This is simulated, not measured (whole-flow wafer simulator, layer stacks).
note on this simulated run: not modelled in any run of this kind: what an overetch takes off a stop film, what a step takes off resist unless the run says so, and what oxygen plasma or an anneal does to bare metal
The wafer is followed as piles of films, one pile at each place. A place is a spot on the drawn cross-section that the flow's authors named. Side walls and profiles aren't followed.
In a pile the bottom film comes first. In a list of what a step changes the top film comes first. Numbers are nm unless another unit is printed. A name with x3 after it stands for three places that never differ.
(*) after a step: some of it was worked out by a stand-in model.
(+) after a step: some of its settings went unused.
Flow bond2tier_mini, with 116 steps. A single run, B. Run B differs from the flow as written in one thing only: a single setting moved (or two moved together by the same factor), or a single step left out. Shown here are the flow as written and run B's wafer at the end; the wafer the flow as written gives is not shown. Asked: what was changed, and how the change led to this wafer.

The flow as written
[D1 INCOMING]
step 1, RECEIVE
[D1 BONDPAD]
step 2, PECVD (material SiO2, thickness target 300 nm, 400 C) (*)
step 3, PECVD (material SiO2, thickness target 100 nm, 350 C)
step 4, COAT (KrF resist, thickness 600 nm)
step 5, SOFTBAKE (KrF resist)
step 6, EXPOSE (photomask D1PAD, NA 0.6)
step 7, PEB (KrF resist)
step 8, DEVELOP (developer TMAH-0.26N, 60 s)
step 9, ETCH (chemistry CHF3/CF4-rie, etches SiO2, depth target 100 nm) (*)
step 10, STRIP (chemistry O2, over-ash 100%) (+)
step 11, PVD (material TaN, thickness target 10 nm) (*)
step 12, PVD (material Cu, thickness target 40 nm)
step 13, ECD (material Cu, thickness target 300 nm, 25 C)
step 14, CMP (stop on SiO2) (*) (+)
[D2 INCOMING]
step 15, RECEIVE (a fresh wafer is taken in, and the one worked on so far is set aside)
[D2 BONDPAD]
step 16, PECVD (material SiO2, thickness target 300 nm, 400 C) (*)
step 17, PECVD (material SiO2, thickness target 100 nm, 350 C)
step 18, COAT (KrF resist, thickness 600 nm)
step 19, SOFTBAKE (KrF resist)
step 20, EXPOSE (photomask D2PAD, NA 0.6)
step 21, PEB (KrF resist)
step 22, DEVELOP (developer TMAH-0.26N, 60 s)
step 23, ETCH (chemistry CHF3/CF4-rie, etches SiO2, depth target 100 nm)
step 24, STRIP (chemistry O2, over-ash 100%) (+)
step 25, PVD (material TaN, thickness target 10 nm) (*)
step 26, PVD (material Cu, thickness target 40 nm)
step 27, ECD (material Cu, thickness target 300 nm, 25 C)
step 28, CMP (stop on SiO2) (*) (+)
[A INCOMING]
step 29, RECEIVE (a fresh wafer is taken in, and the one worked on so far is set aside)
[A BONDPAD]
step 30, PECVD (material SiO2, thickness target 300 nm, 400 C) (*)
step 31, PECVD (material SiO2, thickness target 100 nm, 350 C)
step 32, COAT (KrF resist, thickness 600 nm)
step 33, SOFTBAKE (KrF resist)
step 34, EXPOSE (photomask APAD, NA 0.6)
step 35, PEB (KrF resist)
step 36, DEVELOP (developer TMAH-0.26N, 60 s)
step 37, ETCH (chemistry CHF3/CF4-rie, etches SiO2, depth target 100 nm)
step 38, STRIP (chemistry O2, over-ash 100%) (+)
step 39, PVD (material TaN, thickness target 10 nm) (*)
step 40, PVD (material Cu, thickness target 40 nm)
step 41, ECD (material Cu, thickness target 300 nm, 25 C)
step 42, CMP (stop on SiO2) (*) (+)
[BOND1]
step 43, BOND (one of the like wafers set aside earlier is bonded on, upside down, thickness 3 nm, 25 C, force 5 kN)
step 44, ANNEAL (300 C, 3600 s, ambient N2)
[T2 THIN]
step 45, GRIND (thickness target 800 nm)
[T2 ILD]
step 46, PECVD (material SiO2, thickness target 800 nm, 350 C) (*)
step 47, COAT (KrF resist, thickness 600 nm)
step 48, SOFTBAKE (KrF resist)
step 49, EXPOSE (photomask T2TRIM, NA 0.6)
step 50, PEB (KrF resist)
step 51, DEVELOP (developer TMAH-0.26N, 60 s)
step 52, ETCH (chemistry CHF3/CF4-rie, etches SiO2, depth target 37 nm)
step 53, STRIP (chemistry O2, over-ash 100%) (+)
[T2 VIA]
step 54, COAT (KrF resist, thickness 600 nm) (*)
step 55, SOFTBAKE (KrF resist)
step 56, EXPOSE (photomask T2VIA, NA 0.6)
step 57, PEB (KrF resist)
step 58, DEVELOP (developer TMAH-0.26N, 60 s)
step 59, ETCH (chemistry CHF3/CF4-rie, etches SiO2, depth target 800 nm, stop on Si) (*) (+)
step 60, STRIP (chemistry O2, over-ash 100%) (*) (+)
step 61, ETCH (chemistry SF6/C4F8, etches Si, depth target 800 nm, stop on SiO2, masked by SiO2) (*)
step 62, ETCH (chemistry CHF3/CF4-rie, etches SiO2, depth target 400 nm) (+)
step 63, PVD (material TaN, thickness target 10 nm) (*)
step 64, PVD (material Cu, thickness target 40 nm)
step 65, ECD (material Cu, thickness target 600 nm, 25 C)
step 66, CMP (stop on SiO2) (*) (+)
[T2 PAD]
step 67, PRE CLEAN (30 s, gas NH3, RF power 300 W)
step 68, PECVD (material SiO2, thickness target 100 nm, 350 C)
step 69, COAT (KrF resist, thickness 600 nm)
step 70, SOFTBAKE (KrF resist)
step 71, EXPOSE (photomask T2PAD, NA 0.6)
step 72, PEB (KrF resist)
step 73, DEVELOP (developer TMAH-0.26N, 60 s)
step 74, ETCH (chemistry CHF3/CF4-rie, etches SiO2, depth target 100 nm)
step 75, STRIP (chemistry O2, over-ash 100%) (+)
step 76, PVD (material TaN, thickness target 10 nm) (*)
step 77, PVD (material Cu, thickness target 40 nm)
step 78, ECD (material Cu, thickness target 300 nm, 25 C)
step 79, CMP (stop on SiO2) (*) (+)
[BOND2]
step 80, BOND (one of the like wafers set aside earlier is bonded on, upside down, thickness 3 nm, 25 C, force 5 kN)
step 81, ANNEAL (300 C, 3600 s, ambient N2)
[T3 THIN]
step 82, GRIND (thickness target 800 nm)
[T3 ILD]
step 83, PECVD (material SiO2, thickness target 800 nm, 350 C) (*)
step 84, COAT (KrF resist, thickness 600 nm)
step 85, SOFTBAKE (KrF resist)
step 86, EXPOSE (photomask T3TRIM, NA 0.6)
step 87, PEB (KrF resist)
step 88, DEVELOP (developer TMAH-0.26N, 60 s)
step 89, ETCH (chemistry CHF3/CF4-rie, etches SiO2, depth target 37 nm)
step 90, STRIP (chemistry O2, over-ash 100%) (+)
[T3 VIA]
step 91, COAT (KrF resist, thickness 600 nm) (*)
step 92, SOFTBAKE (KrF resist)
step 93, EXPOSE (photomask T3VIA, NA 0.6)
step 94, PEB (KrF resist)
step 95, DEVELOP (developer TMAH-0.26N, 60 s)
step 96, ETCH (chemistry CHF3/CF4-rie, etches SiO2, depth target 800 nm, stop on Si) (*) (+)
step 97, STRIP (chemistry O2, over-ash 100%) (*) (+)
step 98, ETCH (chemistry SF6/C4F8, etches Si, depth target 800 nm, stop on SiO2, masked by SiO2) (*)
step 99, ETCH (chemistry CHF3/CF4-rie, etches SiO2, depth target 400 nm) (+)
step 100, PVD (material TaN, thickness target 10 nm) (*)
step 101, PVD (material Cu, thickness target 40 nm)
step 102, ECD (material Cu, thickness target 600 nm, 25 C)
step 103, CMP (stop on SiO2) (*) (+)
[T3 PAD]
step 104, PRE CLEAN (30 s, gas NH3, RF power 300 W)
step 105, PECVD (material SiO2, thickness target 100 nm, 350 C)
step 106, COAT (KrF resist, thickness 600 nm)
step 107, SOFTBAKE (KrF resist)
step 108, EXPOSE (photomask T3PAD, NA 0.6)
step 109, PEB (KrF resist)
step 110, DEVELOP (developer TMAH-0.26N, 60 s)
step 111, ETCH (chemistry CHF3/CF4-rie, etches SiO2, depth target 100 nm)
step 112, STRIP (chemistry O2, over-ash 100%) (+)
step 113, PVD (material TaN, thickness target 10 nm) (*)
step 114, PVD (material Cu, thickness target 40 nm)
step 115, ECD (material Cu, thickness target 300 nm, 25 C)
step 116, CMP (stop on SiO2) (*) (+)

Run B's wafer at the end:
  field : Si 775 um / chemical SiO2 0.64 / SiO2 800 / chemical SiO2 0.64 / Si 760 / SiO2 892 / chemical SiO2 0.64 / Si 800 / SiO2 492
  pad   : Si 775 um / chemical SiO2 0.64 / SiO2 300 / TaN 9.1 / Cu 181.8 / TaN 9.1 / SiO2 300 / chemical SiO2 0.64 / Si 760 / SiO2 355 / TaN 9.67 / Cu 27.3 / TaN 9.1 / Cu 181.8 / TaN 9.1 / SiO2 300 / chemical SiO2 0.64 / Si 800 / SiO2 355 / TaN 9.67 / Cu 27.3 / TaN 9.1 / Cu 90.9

What caused this: step 45, GRIND: thickness target 760 nm was run, while the flow as written has thickness target 800 nm.
The wafer lets one read it off: field has Si 760, and step 45 as written asks for 800 nm.

The path from the change to this, step by step:
  step 45, GRIND (thickness target 800 nm)
      field, pad, via: -774.24 um Si (in the flow as written it would be: -774.2 um Si)
